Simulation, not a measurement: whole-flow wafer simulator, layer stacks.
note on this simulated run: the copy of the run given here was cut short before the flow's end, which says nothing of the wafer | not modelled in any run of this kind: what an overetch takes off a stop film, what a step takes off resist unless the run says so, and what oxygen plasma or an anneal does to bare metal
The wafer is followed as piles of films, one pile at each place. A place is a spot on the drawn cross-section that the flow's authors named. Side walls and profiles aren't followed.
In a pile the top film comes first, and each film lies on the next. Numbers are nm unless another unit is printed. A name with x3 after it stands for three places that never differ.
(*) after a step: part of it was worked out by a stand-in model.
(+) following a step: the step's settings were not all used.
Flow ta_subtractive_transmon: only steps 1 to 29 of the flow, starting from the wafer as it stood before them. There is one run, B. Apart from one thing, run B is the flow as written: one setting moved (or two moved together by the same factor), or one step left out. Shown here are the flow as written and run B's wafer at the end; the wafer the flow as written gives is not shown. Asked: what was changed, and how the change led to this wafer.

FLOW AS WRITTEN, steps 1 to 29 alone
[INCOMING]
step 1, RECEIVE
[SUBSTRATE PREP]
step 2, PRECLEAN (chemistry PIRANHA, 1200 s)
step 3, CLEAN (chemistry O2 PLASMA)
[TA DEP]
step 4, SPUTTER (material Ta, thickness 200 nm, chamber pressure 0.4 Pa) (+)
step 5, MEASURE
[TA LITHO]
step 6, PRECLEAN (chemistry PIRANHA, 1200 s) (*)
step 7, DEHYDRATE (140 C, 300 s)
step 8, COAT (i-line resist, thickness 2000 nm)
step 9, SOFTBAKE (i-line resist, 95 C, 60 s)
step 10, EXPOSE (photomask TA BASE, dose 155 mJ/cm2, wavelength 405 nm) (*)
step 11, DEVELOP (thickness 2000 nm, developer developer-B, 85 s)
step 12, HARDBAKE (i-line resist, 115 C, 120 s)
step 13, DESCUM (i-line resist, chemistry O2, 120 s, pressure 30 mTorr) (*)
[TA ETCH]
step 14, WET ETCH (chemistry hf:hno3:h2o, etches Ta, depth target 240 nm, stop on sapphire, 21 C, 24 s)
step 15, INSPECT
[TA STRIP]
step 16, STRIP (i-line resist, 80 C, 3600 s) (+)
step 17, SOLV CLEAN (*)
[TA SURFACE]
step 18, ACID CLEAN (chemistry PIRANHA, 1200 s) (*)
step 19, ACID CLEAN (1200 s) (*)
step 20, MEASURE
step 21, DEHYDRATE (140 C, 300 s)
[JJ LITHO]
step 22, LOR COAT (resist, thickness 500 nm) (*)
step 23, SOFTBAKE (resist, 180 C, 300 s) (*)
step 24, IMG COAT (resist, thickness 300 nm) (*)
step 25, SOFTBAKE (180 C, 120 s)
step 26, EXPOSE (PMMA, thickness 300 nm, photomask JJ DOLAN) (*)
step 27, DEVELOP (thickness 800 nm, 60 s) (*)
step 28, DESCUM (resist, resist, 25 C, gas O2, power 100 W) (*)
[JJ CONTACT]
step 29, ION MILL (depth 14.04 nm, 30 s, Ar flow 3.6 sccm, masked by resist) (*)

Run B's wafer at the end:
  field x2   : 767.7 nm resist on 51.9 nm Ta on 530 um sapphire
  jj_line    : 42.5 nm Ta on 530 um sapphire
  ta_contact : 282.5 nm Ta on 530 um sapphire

The reason: step 4, SPUTTER: thickness 292.2 nm was run, whereas the flow has thickness 200 nm.

How this came from the change, step by step:
  step 4, SPUTTER (material Ta, thickness 200 nm, chamber pressure 0.4 Pa) (+)
      field x2, jj_line, lead, ta_contact, ta_pad: Ta gains 292.2 (new film) (it would be, as written: Ta gains 200 (new film))
  step 14, WET ETCH (chemistry hf:hno3:h2o, etches Ta, depth target 240 nm, stop on sapphire, 21 C, 24 s)
      field x2, jj_line, lead: Ta loses 240 (it would be, as written: Ta loses 200 (all of it))
  step 22, LOR COAT (resist, thickness 500 nm) (*)
      ta_contact: resist gains 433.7 (new film) (it would be, as written: resist gains 443.8 (new film))
  step 29, ION MILL (depth 14.04 nm, 30 s, Ar flow 3.6 sccm, masked by resist) (*)
      jj_line, lead: Ta loses 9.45 (it would be, as written: sapphire loses 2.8)
Taking metal films that touch as one body, field x2 has 1 body; the flow as written gives 0 bodies.
Taking metal films that touch as one body, jj_line has 1 body; the flow as written gives 0 bodies.
